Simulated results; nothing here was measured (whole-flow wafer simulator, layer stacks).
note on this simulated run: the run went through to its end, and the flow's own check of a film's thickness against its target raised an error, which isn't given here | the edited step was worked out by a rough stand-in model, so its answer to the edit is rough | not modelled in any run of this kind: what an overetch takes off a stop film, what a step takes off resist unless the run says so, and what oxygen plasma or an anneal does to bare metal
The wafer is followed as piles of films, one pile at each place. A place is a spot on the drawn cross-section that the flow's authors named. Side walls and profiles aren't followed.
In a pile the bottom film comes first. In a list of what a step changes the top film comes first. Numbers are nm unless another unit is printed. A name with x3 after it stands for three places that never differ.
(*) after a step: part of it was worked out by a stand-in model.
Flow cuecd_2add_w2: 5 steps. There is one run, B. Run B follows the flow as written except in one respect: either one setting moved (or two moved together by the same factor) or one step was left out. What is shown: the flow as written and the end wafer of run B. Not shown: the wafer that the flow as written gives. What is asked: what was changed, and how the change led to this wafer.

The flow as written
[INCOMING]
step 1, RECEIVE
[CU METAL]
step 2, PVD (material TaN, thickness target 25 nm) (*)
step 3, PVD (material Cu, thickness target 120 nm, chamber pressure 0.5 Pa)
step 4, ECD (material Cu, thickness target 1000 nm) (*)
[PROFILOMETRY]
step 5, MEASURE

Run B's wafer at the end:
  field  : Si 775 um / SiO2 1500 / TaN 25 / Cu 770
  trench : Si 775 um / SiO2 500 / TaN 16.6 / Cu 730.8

The reason: step 4, ECD: thickness target 650 nm was run, while the flow as written has thickness target 1000 nm.

The path from the change to this, step by step:
  step 4, ECD (material Cu, thickness target 1000 nm) (*)
      field: +650 Cu (in the flow as written it would be: +1000 Cu)
      trench: +650 Cu (in the flow as written it would be: +2047.6 Cu)
